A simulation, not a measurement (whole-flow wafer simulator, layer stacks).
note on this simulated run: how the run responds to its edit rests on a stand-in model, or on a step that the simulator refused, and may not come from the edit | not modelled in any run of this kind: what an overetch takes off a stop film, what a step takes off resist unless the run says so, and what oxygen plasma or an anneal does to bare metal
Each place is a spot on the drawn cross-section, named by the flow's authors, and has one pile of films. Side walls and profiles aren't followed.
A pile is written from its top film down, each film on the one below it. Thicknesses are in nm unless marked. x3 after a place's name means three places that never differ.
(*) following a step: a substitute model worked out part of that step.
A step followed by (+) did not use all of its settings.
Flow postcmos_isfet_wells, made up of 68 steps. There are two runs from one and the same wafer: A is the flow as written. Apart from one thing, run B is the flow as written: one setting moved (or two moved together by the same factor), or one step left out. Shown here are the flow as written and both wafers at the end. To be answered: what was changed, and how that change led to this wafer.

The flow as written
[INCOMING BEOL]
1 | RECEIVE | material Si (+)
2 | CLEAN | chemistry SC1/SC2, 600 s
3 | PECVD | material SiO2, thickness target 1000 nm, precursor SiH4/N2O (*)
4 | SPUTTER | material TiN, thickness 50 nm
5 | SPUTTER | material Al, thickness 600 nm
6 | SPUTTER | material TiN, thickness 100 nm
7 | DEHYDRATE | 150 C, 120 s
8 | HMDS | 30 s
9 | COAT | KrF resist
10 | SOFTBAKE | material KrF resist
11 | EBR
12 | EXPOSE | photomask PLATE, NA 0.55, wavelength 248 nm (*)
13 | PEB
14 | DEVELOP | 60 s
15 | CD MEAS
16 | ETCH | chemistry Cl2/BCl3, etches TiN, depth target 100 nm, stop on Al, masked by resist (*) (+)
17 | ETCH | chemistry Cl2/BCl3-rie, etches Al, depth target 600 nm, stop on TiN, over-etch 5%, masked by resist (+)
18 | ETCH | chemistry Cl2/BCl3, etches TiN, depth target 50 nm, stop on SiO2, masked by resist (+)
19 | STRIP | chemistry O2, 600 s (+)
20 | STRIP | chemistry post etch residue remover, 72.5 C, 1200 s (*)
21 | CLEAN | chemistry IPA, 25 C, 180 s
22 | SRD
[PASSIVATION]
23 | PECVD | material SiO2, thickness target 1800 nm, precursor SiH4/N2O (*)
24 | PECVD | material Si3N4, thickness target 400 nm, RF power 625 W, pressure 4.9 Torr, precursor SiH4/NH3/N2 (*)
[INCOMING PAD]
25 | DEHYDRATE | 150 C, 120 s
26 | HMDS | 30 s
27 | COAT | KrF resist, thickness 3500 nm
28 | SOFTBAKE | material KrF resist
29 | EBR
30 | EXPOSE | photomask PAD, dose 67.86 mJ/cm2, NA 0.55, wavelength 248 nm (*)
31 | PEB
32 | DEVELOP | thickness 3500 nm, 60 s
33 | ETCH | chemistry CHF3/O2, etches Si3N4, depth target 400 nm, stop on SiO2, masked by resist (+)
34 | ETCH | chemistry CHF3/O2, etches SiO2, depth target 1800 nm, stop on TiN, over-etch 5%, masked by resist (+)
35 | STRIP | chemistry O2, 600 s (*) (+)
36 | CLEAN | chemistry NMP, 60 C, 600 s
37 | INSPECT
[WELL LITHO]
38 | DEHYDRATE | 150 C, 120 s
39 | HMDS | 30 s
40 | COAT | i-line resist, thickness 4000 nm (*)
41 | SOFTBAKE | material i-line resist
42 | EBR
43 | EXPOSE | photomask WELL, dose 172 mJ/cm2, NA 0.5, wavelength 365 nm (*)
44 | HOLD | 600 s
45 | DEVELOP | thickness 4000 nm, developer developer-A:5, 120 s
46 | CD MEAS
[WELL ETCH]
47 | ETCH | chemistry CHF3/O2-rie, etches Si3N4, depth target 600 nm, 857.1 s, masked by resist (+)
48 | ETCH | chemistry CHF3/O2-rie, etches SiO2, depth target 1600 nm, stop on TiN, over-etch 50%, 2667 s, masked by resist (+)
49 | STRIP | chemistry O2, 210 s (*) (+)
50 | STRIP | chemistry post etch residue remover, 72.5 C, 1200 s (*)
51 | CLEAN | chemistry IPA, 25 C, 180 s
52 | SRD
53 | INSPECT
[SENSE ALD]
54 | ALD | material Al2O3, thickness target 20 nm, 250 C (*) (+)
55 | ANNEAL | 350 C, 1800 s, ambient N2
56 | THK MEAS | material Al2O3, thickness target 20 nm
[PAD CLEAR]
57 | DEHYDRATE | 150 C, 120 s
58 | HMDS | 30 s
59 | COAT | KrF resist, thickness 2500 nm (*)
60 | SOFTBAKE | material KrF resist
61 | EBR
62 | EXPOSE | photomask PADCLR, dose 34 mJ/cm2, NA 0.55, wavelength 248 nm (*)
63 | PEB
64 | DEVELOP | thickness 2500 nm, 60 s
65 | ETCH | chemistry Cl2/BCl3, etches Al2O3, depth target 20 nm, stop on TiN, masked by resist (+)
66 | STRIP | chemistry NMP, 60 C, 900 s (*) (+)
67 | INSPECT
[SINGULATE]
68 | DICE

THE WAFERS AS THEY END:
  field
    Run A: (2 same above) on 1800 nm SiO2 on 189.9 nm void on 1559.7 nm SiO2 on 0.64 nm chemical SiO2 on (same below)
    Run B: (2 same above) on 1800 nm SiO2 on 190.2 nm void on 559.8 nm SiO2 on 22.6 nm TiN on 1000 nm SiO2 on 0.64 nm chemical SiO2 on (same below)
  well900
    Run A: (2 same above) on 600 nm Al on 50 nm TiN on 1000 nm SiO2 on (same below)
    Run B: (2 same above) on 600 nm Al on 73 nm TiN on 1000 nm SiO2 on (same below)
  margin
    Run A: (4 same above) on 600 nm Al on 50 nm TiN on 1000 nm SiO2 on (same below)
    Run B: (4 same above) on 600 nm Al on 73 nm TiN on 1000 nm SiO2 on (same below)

Cause: step 4, SPUTTER: thickness 73 nm was run, though the flow has thickness 50 nm.
The wafer itself shows it: well900 has TiN 73, and step 4 as written asks for 50 nm.

Step by step, how the change led to this:
  4 | SPUTTER | material TiN, thickness 50 nm
      field, margin, well900, well1300 x3, pad_rim, pad_clr, pad_open: A TiN gains 50 (new film) | B TiN gains 73 (new film)
  18 | ETCH | chemistry Cl2/BCl3, etches TiN, depth target 50 nm, stop on SiO2, masked by resist (+)
      field: A TiN loses 50 (all of it) | B TiN loses 50
  23 | PECVD | material SiO2, thickness target 1800 nm, precursor SiH4/N2O (*)
      field: A SiO2 gains 1800 (new film), void gains 189.9 (new film), SiO2 gains 559.7 | B SiO2 gains 1800 (new film), void gains 190.2 (new film), SiO2 gains 559.8 (new film)
With metal films that touch counted as one body, field has 1 body; the flow as written gives 0 bodies.
